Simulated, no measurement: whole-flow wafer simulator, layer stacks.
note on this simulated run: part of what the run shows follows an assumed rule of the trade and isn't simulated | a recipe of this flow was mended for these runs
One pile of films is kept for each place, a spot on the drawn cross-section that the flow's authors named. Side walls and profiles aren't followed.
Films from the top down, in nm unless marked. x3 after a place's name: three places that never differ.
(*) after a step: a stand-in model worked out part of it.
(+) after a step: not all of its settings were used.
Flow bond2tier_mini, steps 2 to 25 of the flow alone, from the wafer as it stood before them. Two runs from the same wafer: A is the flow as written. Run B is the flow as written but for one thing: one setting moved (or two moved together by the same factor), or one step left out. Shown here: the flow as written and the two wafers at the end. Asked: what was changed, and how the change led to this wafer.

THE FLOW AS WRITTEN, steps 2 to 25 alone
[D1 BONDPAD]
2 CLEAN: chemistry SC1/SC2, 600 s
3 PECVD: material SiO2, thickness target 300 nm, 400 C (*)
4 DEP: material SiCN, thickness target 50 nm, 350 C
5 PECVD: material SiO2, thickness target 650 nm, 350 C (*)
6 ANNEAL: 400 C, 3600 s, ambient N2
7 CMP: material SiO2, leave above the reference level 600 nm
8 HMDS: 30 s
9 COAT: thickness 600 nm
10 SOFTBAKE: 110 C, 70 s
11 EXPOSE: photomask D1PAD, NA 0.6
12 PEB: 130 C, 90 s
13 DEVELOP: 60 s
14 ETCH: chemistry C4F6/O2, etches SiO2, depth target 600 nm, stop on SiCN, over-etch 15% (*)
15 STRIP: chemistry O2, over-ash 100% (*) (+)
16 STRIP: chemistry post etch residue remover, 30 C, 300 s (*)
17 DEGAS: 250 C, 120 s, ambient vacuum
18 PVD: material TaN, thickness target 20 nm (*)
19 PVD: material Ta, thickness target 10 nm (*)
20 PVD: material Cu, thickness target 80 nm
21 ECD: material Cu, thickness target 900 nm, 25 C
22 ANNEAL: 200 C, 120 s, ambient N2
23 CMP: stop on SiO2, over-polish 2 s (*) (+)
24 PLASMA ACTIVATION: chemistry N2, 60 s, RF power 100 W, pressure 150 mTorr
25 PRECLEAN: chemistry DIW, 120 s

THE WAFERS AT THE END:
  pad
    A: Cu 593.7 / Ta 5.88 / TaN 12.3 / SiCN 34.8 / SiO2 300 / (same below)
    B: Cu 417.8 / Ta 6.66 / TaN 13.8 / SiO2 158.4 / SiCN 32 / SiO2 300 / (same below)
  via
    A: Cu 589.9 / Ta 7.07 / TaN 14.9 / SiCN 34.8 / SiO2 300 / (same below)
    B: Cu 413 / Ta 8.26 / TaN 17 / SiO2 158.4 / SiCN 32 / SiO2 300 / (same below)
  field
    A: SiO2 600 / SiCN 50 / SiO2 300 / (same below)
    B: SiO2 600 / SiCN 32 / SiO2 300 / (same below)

The cause: step 4, DEP: thickness target 32 nm was run, where the flow has thickness target 50 nm; step 14, ETCH: depth target 384 nm was run, where the flow has depth target 600 nm.
It can be read off the wafer: field has SiCN 32, and step 4 as written asks for 50 nm.

How the change led to this, step by step:
  4 DEP: material SiCN, thickness target 50 nm, 350 C
      field, pad, via: A SiCN +50 (new film) | B SiCN +32 (new film)
  14 ETCH: chemistry C4F6/O2, etches SiO2, depth target 600 nm, stop on SiCN, over-etch 15% (*)
      pad, via: A SiO2 -600 (all of it), SiCN -15.2 | B SiO2 -441.6
      field: A thick-KrF-resist -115 | B thick-KrF-resist -73.6
  15 STRIP: chemistry O2, over-ash 100% (*) (+)
      field: A thick-KrF-resist -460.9 (all of it) | B thick-KrF-resist -502.3 (all of it)
  18 PVD: material TaN, thickness target 20 nm (*)
      pad: A TaN +12.3 (new film) | B TaN +13.8 (new film)
      via: A TaN +14.9 (new film) | B TaN +17 (new film)
  19 PVD: material Ta, thickness target 10 nm (*)
      pad: A Ta +5.88 (new film) | B Ta +6.66 (new film)
      via: A Ta +7.07 (new film) | B Ta +8.26 (new film)
  20 PVD: material Cu, thickness target 80 nm
      pad: A Cu +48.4 (new film) | B Cu +54.5 (new film)
      via: A Cu +59 (new film) | B Cu +67.8 (new film)
  21 ECD: material Cu, thickness target 900 nm, 25 C
      pad: A Cu +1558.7 | B Cu +1376.7
      via: A Cu +1544.3 | B Cu +1358.5
